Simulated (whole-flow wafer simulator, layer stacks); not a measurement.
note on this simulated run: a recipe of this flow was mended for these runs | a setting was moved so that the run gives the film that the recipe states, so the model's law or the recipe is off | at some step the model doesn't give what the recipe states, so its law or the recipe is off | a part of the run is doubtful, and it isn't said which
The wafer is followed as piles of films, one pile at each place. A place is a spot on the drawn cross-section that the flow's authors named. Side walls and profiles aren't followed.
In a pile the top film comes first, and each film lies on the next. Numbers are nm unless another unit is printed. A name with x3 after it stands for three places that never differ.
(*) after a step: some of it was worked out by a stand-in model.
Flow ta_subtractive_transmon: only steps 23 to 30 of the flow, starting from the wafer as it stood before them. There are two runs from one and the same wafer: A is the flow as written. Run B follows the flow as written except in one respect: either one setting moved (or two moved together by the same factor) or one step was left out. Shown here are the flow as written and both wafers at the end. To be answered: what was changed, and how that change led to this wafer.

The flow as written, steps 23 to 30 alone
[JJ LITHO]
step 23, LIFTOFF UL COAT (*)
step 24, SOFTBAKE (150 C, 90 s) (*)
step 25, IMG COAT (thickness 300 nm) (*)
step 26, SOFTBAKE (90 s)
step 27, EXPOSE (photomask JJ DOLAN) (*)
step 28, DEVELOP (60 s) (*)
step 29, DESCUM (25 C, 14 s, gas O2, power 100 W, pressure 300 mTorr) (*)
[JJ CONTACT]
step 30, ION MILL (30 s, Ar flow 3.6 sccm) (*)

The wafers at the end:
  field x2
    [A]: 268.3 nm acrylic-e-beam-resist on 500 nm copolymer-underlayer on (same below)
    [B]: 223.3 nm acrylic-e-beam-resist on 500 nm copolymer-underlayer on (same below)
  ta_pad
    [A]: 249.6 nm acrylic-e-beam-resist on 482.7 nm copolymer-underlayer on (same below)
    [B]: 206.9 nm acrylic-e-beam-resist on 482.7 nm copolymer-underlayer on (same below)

The reason: step 25, IMG COAT: thickness 255 nm was run, whereas the flow has thickness 300 nm.

How this came from the change, step by step:
  step 25, IMG COAT (thickness 300 nm) (*)
      field x2, jj_line: A +300 acrylic-e-beam-resist (new film) | B +255 acrylic-e-beam-resist (new film)
      lead: A +312.5 acrylic-e-beam-resist (new film) | B +266.2 acrylic-e-beam-resist (new film)
      (and at 2 other places as well)
  step 28, DEVELOP (60 s) (*)
      jj_line: A -300 acrylic-e-beam-resist (all of it), -500 copolymer-underlayer (all of it) | B -255 acrylic-e-beam-resist (all of it), -500 copolymer-underlayer (all of it)
      lead: A -312.5 acrylic-e-beam-resist (all of it), -554.7 copolymer-underlayer (all of it) | B -266.2 acrylic-e-beam-resist (all of it), -554.7 copolymer-underlayer (all of it)
      (and at 1 other place as well)
